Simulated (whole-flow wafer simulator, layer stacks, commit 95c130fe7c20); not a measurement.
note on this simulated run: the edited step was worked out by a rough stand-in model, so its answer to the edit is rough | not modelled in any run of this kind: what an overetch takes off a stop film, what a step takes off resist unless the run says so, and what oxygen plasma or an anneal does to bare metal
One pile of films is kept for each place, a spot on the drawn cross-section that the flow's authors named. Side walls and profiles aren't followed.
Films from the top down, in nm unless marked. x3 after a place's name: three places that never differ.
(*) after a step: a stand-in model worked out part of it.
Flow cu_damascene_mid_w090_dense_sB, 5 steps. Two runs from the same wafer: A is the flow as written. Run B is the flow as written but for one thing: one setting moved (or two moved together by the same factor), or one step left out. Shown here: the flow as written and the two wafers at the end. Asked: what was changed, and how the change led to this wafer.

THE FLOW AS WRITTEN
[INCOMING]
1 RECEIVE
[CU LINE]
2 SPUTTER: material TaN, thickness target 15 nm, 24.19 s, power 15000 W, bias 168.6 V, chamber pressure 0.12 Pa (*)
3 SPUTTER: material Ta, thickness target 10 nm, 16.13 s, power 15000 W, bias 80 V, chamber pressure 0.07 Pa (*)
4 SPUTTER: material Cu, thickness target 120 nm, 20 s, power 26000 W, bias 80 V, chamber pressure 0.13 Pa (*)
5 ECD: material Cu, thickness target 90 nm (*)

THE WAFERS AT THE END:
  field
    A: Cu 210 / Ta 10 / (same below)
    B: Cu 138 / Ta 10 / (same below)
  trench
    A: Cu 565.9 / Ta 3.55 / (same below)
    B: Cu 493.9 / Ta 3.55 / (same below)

The cause: step 4, SPUTTER: thickness target 48 nm was run, where the flow has thickness target 120 nm; step 4, SPUTTER: 8 s was run, where the flow has 20 s.

How the change led to this, step by step:
  4 SPUTTER: material Cu, thickness target 120 nm, 20 s, power 26000 W, bias 80 V, chamber pressure 0.13 Pa (*)
      field: A Cu +120 (new film) | B Cu +48 (new film)
      trench: A Cu +44.3 (new film) | B Cu +17.7 (new film)
  5 ECD: material Cu, thickness target 90 nm (*)
      trench: A Cu +521.6 | B Cu +476.2
